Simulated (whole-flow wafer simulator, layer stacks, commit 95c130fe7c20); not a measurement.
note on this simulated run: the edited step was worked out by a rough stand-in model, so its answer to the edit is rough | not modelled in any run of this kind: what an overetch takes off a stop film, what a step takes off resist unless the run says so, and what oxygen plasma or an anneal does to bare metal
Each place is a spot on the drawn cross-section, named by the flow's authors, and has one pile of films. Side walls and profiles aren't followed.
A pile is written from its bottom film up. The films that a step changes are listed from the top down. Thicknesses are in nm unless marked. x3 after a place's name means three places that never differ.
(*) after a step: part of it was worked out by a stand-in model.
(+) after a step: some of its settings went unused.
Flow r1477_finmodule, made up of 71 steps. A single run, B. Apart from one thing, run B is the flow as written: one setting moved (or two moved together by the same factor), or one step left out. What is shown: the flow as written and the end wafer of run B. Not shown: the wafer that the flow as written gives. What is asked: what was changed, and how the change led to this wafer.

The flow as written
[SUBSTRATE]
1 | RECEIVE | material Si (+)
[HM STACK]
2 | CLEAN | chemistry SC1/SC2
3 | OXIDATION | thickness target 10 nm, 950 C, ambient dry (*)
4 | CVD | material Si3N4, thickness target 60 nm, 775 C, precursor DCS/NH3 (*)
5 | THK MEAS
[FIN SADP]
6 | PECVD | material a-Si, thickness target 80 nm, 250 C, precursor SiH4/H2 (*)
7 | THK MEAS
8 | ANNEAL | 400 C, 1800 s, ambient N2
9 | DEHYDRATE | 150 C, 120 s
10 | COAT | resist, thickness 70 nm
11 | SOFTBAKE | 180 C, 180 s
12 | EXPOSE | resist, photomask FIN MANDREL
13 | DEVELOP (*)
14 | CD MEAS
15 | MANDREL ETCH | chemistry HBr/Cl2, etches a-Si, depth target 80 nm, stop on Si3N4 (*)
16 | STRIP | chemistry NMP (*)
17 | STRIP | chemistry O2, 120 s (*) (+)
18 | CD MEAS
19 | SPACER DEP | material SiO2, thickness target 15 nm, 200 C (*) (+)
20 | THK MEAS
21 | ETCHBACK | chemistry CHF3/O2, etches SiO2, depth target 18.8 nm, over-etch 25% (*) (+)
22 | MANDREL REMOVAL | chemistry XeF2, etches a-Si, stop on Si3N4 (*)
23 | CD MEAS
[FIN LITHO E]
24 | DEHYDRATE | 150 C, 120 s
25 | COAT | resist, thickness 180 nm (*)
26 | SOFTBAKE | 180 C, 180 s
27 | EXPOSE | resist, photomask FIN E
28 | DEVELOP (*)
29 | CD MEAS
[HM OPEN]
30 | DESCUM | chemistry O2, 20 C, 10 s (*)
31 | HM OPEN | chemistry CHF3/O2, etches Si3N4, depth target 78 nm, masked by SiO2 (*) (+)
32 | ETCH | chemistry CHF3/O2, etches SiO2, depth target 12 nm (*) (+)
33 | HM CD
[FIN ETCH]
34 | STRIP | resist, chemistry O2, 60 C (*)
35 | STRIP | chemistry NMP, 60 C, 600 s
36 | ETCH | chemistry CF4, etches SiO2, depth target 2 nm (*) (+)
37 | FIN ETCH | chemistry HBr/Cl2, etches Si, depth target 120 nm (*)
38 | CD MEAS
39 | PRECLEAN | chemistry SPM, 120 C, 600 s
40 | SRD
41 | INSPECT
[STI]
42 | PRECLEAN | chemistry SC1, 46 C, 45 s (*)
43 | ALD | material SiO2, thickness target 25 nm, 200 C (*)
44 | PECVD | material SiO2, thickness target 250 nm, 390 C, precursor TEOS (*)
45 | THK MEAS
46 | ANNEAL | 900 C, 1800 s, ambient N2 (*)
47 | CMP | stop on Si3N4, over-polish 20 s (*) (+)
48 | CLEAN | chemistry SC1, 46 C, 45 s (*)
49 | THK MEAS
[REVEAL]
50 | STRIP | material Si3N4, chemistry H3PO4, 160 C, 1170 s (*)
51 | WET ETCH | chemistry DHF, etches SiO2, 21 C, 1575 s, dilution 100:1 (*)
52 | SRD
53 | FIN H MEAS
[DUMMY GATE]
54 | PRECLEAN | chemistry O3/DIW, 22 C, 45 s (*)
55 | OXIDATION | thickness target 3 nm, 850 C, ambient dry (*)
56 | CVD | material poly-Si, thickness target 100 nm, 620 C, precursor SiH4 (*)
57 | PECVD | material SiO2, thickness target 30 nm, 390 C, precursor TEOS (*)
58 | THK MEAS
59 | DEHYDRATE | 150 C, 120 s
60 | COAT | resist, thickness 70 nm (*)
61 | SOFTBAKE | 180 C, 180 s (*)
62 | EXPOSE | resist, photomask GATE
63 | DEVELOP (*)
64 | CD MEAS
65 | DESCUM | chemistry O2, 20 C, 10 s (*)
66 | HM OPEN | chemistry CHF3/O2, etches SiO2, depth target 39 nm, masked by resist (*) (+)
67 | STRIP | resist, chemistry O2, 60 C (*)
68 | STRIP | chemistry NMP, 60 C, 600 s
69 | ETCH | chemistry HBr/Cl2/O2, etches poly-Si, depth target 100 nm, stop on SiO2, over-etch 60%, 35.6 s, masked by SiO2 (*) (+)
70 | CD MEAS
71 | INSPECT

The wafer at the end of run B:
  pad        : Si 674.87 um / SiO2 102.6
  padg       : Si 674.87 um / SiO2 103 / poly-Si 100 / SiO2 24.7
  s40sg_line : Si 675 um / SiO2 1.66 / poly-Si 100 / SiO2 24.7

The reason: step 55, OXIDATION: 808 C was run, though the flow has 850 C.

How this came from the change, step by step:
  55 | OXIDATION | thickness target 3 nm, 850 C, ambient dry (*)
      s40sg_line, s45sg_line, s50sg_line, s40so_line, s45so_line, s50so_line: +1.66 SiO2 (new film), -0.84 chemical SiO2 (all of it), -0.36 Si (it would be, as written: +3 SiO2 (new film), -0.84 chemical SiO2 (all of it), -0.95 Si)
